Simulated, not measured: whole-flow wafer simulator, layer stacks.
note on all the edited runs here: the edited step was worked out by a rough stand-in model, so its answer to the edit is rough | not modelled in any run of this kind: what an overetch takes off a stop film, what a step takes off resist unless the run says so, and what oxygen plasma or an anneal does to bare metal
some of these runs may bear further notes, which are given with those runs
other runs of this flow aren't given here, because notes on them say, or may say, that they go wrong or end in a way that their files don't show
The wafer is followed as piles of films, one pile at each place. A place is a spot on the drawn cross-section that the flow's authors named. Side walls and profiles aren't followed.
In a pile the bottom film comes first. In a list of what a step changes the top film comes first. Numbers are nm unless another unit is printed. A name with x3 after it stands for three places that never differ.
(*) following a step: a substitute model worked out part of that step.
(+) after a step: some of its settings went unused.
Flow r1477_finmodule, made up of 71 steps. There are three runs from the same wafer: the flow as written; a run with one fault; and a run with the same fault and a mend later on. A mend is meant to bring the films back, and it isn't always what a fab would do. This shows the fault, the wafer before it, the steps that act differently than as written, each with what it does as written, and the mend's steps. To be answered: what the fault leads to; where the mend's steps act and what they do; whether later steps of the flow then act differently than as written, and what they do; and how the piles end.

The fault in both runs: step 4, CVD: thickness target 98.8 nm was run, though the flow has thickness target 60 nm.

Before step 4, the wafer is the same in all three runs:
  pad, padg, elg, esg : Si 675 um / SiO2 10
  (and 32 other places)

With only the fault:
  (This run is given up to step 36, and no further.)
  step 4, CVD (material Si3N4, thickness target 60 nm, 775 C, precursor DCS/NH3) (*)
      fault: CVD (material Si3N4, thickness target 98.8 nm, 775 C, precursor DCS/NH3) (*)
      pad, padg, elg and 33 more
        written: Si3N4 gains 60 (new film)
        fault: Si3N4 gains 98.8 (new film)
  Steps later in the flow that act otherwise than as written:
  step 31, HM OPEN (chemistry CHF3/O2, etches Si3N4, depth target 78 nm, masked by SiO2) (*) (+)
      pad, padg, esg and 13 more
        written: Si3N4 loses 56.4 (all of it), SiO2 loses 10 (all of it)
        fault: Si3N4 loses 78
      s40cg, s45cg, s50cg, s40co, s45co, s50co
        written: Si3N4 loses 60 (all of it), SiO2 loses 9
        fault: Si3N4 loses 78
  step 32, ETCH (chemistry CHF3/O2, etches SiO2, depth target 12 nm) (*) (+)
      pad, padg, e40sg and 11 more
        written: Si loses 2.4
        fault: Si3N4 loses 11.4
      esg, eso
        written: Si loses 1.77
        fault: Si3N4 loses 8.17
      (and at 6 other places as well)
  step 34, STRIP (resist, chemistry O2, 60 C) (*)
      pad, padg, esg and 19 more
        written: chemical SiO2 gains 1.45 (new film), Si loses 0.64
        fault: nothing
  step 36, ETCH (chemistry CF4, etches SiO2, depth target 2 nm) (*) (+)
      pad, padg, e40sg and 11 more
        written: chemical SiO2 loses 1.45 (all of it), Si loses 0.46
        fault: Si3N4 loses 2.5
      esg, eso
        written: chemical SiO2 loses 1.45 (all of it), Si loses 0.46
        fault: Si3N4 loses 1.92
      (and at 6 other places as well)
  Once step 36 is done, the piles at pad, padg, elg and 33 more depart from the flow's by more than 2% or 0.5 nm, whichever is larger.
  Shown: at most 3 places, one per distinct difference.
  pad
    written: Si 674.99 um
    fault: Si 675 um / SiO2 10 / Si3N4 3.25
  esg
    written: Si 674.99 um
    fault: Si 675 um / SiO2 10 / Si3N4 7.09
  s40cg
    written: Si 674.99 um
    fault: Si 675 um / SiO2 10 / Si3N4 9.1

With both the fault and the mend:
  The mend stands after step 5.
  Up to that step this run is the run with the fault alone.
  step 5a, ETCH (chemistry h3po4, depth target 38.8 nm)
      pad, padg, elg and 33 more
        Si3N4 loses 38.8
  Every later step of the flow that is run acts as written at every place that is followed.
  By the end, the piles equal the flow's at every place that both follow.
